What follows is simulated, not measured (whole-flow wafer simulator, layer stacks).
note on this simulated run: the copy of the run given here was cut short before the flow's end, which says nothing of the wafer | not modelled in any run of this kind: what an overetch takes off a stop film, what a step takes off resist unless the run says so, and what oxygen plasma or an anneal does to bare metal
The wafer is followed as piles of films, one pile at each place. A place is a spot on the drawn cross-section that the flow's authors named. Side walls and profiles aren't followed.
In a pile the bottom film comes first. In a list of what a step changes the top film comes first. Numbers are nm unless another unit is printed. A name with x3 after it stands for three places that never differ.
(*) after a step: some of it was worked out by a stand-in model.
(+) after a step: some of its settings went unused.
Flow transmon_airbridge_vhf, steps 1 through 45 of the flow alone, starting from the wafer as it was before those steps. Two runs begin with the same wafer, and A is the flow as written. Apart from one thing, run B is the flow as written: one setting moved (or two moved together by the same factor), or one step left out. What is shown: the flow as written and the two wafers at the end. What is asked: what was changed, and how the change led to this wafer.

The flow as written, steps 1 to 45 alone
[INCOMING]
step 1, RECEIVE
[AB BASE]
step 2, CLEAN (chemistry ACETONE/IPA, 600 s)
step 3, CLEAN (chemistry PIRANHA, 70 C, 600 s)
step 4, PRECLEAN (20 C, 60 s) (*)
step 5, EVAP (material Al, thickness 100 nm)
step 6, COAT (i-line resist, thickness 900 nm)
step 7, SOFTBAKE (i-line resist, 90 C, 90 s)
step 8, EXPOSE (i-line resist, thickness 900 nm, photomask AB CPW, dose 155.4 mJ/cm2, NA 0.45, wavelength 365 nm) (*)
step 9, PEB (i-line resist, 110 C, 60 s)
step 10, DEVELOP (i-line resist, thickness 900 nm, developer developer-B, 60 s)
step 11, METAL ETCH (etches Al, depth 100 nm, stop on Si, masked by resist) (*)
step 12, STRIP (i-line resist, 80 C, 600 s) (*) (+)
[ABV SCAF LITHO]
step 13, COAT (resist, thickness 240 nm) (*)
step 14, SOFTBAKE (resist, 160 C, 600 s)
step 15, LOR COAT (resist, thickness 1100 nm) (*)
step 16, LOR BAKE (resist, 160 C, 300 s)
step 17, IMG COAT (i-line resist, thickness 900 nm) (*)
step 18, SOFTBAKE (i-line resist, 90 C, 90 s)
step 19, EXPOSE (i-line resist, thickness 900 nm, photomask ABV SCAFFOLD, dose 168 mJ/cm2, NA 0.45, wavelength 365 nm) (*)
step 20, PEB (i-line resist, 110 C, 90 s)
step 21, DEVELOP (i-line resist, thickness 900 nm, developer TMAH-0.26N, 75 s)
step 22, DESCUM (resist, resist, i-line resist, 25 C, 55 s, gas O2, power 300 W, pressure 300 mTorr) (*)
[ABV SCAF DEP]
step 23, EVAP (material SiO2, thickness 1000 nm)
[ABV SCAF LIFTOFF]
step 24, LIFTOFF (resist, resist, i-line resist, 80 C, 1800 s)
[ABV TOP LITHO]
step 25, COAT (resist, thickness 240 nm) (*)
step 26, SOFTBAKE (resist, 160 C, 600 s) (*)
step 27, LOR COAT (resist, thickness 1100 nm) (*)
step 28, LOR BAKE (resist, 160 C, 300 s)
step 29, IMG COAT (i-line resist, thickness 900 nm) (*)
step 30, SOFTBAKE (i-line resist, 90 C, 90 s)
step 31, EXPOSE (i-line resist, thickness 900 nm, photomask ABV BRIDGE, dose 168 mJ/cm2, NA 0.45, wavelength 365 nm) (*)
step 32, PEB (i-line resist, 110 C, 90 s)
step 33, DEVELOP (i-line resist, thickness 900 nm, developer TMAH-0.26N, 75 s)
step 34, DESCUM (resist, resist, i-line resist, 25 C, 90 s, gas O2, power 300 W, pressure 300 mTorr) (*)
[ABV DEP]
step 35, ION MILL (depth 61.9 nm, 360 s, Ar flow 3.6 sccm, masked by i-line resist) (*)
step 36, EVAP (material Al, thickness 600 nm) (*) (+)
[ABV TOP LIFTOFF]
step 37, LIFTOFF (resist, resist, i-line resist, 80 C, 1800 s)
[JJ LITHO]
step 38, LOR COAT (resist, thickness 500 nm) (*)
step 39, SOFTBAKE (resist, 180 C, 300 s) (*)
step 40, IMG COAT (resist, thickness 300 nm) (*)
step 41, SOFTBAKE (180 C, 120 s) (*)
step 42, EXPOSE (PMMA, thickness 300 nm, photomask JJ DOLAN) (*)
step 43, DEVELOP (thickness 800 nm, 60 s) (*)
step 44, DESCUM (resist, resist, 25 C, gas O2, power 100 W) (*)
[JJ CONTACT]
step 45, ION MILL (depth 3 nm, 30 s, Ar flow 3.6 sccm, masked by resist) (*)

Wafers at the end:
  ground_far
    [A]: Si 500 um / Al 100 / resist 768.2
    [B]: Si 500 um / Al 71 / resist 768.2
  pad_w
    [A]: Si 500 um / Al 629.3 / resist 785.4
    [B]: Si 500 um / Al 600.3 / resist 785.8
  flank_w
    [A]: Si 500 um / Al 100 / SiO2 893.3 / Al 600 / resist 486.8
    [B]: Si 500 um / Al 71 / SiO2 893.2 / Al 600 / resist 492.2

The reason: step 5, EVAP: thickness 71 nm was run, while the flow as written has thickness 100 nm.
One can read it off the wafer: ground_far has Al 71, and step 5 as written asks for 100 nm.

The path from the change to this, step by step:
  step 5, EVAP (material Al, thickness 100 nm)
      field x3, jj_line, ground_far and 12 more: A Al gains 100 (new film) | B Al gains 71 (new film)
  step 11, METAL ETCH (etches Al, depth 100 nm, stop on Si, masked by resist) (*)
      field x3, jj_line, gap_w, gap_e: A Al loses 100 (all of it) | B Al loses 71 (all of it)
  step 13, COAT (resist, thickness 240 nm) (*)
      flank_w, flank_e: A resist gains 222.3 (new film) | B resist gains 227 (new film)
  step 22, DESCUM (resist, resist, i-line resist, 25 C, 55 s, gas O2, power 300 W, pressure 300 mTorr) (*)
      flank_w, flank_e: A resist loses 222.3 (all of it) | B resist loses 227 (all of it)
